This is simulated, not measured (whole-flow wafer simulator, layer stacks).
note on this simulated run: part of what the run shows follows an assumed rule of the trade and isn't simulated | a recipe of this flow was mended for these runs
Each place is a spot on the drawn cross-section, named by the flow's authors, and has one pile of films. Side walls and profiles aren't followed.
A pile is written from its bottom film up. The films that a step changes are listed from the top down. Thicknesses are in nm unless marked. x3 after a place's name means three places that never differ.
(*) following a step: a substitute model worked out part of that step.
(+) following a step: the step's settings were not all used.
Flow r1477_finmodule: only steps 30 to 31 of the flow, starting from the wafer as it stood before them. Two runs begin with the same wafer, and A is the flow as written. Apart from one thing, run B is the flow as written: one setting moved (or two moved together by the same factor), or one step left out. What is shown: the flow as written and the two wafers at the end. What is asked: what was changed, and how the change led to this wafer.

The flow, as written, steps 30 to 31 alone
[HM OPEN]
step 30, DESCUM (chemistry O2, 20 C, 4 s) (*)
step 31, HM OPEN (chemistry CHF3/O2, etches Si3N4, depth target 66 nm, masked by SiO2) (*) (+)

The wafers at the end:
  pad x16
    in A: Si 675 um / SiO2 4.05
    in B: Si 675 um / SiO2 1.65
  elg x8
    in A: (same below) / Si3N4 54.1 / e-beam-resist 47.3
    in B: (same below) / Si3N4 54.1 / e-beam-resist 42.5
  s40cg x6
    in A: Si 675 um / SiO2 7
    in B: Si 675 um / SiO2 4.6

Cause: step 31, HM OPEN: depth target 70.8 nm was run, while the flow as written has depth target 66 nm.

Step by step, how the change led to this:
  step 31, HM OPEN (chemistry CHF3/O2, etches Si3N4, depth target 66 nm, masked by SiO2) (*) (+)
      pad x16: A -54.1 Si3N4 (all of it), -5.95 SiO2 | B -54.1 Si3N4 (all of it), -8.35 SiO2
      elg x8: A -66 e-beam-resist | B -70.8 e-beam-resist
      (also at 12 further places)
